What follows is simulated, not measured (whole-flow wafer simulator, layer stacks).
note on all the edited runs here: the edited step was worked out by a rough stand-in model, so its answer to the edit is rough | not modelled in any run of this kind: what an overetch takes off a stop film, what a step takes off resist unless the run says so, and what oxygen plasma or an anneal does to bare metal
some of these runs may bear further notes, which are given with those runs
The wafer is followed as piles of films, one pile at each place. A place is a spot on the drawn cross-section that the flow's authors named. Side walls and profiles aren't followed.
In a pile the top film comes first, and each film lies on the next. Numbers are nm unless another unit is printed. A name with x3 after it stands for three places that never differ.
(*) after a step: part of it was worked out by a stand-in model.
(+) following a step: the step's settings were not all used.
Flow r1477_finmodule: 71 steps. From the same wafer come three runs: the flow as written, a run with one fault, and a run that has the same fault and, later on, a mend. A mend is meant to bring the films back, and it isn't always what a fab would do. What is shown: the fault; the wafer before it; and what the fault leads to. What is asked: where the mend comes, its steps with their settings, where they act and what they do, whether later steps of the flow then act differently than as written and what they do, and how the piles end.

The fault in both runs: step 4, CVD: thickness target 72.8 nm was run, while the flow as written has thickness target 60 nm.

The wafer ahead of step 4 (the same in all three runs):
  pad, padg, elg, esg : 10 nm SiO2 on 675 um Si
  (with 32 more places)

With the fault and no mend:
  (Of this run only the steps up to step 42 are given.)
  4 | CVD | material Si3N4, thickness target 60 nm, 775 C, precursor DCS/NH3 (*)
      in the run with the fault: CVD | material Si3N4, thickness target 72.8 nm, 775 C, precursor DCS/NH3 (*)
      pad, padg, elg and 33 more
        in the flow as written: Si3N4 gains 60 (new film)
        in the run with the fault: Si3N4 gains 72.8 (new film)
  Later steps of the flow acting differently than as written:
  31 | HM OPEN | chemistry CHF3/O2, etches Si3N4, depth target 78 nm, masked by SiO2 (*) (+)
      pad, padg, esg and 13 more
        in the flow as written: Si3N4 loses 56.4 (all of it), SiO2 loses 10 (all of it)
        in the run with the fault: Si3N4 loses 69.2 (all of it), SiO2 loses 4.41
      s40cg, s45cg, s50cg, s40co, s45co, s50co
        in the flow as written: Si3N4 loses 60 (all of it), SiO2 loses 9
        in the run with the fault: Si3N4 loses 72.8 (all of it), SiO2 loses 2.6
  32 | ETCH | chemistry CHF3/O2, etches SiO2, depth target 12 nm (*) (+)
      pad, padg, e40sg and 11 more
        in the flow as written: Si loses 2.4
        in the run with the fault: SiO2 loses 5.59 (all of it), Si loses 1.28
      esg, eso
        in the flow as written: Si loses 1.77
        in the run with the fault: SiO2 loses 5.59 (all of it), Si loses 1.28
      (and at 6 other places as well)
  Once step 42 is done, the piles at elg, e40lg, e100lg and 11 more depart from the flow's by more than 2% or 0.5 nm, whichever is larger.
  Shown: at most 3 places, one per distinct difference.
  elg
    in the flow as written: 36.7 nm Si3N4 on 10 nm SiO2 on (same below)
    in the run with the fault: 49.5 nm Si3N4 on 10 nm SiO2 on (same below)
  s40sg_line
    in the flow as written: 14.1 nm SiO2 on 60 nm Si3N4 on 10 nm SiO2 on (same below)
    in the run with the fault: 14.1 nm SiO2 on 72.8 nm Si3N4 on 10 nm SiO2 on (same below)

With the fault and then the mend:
  The mend stands after step 5.
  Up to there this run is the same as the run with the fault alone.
  5a | ETCH | chemistry h3po4, depth target 12.8 nm
      pad, padg, elg and 33 more
        Si3N4 loses 12.8
  Every later step of the flow that is run acts as written at every place that is followed.
  At every place that both follow, the piles at the end match the flow's.
